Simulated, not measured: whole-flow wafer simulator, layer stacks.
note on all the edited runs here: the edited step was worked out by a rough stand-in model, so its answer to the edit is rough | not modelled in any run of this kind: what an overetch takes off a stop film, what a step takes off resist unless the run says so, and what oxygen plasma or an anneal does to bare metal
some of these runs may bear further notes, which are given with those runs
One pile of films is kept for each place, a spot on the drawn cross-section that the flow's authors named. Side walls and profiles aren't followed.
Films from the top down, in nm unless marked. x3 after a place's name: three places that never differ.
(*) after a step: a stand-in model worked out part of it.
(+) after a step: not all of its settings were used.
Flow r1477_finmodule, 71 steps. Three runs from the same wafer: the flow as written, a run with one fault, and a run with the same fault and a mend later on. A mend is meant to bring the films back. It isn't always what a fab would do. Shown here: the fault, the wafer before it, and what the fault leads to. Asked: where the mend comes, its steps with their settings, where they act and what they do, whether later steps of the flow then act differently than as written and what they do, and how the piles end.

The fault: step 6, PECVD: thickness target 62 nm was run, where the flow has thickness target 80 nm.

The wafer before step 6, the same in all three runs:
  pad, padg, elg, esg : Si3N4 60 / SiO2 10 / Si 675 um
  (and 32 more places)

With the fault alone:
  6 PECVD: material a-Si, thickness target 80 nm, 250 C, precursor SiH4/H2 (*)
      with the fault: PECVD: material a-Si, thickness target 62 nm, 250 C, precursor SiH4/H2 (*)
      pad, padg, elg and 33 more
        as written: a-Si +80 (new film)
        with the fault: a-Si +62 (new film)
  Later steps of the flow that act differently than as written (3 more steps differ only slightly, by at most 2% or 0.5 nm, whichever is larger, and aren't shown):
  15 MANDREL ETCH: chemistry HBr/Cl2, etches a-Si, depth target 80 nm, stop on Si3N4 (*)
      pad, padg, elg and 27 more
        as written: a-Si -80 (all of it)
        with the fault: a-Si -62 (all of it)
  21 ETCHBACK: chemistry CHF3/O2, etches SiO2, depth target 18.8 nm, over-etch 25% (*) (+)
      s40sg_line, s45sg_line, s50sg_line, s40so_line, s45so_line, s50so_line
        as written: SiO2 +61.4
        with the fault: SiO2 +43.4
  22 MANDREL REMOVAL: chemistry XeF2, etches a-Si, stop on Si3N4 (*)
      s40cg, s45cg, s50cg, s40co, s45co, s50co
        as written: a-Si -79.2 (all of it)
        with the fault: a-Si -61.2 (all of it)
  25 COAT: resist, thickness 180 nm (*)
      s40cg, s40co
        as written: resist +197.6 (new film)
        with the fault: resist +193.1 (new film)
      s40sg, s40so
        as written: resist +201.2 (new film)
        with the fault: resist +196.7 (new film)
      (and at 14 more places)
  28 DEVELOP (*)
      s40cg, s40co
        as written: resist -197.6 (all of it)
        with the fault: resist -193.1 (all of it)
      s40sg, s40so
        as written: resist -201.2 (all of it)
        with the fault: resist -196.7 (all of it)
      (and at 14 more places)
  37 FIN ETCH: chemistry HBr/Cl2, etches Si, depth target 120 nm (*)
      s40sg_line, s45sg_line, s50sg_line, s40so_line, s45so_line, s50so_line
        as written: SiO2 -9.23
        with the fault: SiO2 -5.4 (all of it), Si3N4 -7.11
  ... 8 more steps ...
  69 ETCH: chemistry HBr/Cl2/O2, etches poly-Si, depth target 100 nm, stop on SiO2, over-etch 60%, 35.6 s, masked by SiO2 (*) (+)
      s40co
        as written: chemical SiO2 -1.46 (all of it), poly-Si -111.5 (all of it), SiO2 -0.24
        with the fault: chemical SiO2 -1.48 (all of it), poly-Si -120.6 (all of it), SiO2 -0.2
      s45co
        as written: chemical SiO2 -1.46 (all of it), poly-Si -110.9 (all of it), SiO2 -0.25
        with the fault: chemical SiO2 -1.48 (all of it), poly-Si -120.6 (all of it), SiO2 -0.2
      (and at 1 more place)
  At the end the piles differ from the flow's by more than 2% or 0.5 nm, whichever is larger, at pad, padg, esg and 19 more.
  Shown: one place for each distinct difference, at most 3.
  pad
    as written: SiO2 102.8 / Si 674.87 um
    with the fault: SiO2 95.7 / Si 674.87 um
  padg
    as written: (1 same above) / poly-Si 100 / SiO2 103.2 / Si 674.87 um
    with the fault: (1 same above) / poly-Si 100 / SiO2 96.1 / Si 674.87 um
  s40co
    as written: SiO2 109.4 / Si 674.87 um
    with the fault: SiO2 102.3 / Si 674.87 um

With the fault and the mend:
  The mend comes after step 7.
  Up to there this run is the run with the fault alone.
  7a PECVD: material a-Si, thickness target 18 nm, 250 C, precursor SiH4/H2 (*) (the flow's step 6 once more, with other settings)
      pad, padg, elg and 33 more
        a-Si +18
  No later step of the flow acts differently than as written at any place that is followed.
  At the end the piles are the same as the flow's at every place that both follow.
